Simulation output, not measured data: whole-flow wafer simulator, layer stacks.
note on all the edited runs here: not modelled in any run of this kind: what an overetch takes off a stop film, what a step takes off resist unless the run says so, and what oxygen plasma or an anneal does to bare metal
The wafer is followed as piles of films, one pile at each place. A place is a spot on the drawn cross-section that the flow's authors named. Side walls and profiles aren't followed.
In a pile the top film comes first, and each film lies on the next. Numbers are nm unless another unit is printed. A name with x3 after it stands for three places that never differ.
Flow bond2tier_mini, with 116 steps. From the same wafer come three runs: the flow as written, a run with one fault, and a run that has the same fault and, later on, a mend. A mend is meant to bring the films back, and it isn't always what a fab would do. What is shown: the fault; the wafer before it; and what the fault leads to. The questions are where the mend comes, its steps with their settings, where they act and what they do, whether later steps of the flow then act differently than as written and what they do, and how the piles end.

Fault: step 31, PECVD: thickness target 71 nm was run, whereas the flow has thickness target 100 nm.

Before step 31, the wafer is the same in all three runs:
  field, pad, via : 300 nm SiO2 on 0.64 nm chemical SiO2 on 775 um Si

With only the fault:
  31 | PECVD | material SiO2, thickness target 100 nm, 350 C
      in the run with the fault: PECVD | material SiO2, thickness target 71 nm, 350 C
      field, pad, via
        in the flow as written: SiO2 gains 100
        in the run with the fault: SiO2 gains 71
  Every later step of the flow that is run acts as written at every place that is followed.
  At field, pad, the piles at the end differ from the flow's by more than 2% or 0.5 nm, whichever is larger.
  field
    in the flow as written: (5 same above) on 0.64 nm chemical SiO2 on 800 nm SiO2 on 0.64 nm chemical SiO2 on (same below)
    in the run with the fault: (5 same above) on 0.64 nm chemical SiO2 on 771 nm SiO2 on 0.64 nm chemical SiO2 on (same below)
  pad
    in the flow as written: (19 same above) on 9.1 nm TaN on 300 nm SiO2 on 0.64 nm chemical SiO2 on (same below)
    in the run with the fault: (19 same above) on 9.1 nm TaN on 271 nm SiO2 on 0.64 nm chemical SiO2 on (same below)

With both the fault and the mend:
  After step 31 comes the mend.
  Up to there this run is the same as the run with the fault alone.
  31a | PECVD | material SiO2, thickness target 29 nm, 350 C (the flow's step 31 again, with other settings)
      field, pad, via
        SiO2 gains 29
  Every later step of the flow that is run acts as written at every place that is followed.
  At every place that both follow, the piles at the end match the flow's.
